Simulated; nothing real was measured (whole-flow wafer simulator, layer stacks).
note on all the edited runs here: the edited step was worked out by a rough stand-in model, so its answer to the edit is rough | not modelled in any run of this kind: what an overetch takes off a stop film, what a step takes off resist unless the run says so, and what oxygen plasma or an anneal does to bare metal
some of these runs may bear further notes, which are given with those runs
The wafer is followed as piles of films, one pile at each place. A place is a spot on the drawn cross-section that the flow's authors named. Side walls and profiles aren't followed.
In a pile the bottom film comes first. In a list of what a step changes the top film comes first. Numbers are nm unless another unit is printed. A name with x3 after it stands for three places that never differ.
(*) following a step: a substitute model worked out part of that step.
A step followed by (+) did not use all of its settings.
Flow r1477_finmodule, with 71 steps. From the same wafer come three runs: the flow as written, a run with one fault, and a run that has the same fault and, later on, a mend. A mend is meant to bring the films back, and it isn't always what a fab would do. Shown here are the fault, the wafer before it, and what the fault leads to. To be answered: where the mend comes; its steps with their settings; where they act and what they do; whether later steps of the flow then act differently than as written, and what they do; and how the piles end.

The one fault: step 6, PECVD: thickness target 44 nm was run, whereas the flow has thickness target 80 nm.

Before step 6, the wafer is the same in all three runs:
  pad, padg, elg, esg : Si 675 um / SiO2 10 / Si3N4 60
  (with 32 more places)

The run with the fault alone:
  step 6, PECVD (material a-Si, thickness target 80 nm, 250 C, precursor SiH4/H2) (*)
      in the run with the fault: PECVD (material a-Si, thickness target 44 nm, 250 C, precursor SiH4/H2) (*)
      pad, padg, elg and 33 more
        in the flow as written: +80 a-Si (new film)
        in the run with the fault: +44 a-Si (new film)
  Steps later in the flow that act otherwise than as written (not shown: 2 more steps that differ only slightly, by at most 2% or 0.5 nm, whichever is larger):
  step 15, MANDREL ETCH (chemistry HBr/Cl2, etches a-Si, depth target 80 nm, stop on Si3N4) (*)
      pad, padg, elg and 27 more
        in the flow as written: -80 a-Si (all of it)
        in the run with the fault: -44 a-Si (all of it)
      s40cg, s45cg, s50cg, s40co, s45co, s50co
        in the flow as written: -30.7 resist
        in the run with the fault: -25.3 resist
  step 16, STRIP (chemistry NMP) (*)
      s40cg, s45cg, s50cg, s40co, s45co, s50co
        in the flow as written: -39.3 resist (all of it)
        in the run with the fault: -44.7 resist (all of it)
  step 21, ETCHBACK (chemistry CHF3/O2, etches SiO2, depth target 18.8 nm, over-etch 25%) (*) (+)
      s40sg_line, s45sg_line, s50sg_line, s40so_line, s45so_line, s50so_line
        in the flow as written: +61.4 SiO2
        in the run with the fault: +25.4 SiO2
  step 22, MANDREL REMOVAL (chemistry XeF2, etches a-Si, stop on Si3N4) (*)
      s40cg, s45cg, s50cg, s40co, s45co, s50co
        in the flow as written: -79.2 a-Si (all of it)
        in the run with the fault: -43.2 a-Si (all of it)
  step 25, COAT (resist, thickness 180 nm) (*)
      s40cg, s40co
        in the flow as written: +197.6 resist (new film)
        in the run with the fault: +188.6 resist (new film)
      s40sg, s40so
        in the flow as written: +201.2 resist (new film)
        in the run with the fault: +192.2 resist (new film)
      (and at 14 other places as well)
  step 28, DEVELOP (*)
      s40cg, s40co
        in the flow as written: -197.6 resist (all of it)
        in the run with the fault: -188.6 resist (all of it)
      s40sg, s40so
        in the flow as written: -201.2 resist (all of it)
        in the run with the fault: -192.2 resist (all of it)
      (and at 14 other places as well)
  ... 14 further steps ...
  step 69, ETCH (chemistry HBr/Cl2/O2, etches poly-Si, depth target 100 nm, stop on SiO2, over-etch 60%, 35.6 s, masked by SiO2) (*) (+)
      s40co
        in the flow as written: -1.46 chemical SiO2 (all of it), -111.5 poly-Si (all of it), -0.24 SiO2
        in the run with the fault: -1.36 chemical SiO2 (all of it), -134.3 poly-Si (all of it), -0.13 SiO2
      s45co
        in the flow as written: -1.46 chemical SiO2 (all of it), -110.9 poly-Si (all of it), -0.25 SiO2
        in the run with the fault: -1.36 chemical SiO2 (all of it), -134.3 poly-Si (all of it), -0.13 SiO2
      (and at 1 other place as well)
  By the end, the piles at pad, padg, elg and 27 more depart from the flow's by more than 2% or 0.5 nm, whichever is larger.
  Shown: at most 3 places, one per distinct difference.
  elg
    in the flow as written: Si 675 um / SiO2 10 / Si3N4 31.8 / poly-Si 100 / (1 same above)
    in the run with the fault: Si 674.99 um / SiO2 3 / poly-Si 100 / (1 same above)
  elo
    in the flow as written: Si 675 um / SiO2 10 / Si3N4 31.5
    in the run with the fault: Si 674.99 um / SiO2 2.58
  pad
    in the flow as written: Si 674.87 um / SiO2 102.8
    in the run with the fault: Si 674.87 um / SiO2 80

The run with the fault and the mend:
  The mend stands after step 7.
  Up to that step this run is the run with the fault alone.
  step 7a, PECVD (material a-Si, thickness target 36 nm, 250 C, precursor SiH4/H2) (*) (the flow's step 6 again, with other settings)
      pad, padg, elg and 33 more
        +36 a-Si
  Every later step of the flow that is run acts as written at every place that is followed.
  At every place that both follow, the piles at the end match the flow's.
